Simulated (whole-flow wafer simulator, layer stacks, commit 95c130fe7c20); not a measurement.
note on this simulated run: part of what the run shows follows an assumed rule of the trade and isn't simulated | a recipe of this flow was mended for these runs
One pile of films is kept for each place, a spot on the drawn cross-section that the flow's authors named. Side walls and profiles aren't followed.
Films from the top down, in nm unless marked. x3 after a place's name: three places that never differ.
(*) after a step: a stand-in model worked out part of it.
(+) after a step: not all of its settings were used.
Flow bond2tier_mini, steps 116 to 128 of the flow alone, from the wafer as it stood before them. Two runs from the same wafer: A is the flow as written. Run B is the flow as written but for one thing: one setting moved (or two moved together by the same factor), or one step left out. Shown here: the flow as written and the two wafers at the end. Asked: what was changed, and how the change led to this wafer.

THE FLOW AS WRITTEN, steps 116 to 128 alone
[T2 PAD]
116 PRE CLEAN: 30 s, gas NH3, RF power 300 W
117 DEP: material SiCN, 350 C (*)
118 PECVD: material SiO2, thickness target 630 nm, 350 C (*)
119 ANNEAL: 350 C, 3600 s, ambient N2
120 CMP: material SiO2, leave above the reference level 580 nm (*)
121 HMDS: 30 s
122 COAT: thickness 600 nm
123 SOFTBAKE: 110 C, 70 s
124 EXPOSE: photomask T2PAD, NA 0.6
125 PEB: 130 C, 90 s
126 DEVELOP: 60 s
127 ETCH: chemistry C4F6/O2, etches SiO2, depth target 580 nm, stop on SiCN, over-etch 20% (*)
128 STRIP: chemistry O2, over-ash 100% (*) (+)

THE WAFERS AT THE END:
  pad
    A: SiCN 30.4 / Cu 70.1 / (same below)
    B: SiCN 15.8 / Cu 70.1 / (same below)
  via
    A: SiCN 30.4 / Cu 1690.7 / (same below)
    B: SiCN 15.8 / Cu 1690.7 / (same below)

The cause: step 127, ETCH: depth target 652.5 nm was run, where the flow has depth target 580 nm.

How the change led to this, step by step:
  127 ETCH: chemistry C4F6/O2, etches SiO2, depth target 580 nm, stop on SiCN, over-etch 20% (*)
      pad, via: A SiO2 -580 (all of it), SiCN -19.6 | B SiO2 -580 (all of it), SiCN -34.2
      field: A thick-KrF-resist -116 | B thick-KrF-resist -130.5
  128 STRIP: chemistry O2, over-ash 100% (*) (+)
      field: A thick-KrF-resist -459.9 (all of it) | B thick-KrF-resist -445.4 (all of it)
